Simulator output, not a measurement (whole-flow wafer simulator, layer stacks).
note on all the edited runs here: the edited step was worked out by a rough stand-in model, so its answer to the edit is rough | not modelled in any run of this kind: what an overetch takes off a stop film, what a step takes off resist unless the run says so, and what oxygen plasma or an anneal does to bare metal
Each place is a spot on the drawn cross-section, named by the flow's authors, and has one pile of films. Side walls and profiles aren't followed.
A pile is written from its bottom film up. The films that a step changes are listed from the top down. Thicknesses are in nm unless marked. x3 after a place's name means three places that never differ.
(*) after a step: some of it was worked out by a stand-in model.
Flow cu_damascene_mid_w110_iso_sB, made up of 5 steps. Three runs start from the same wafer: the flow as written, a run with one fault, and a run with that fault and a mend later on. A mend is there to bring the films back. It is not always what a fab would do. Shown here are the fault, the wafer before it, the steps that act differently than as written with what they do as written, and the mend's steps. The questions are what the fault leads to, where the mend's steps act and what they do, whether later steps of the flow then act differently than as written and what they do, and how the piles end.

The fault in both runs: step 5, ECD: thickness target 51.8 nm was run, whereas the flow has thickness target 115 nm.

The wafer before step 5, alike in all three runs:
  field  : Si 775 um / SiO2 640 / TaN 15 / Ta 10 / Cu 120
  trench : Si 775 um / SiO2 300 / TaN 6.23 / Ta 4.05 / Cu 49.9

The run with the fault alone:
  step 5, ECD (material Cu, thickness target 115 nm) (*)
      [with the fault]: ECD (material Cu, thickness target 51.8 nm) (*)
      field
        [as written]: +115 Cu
        [with the fault]: +51.8 Cu
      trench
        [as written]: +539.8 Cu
        [with the fault]: +476.6 Cu
  Every later step of the flow that is run acts as written at every place that is followed.
  The piles end different from the flow's at field, trench by more than 2% or 0.5 nm, whichever is larger.
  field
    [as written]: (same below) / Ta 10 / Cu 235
    [with the fault]: (same below) / Ta 10 / Cu 171.8
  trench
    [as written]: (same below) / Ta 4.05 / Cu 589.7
    [with the fault]: (same below) / Ta 4.05 / Cu 526.5

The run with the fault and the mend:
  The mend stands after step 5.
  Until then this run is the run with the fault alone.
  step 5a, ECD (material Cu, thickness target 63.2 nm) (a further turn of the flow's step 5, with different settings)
      field, trench
        +63.2 Cu
  Every later step of the flow that is run acts as written at every place that is followed.
  At every place that both follow, the piles at the end match the flow's.
